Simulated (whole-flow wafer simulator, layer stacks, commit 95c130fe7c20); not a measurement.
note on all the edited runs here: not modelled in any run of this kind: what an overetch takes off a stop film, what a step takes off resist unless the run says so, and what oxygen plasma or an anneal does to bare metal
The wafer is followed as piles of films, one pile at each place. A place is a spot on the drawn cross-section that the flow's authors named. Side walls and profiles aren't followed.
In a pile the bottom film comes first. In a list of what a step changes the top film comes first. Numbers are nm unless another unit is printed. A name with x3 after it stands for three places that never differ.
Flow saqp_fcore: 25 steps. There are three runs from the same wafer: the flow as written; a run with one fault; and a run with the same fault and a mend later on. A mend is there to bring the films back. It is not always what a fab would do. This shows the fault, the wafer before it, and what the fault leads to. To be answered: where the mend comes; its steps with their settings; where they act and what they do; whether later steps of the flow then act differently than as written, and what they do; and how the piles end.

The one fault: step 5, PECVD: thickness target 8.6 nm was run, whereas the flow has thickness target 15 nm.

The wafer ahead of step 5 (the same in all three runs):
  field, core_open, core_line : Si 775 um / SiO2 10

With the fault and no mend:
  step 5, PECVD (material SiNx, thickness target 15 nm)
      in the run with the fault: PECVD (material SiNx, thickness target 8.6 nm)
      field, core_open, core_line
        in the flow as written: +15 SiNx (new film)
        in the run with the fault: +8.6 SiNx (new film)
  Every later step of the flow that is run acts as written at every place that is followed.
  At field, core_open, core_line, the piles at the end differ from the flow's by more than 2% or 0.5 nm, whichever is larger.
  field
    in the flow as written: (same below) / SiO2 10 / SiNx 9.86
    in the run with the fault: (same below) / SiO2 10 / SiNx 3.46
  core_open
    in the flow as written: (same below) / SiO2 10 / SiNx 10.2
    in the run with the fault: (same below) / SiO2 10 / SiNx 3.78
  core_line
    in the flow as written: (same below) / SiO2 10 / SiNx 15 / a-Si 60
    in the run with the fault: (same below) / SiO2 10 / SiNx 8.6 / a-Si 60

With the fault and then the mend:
  The mend follows step 5.
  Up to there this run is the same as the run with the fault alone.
  step 5a, PECVD (material SiNx, thickness target 6.4 nm) (a further turn of the flow's step 5, with different settings)
      field, core_open, core_line
        +6.4 SiNx
  Every later step of the flow that is run acts as written at every place that is followed.
  At every place that both follow, the piles at the end match the flow's.
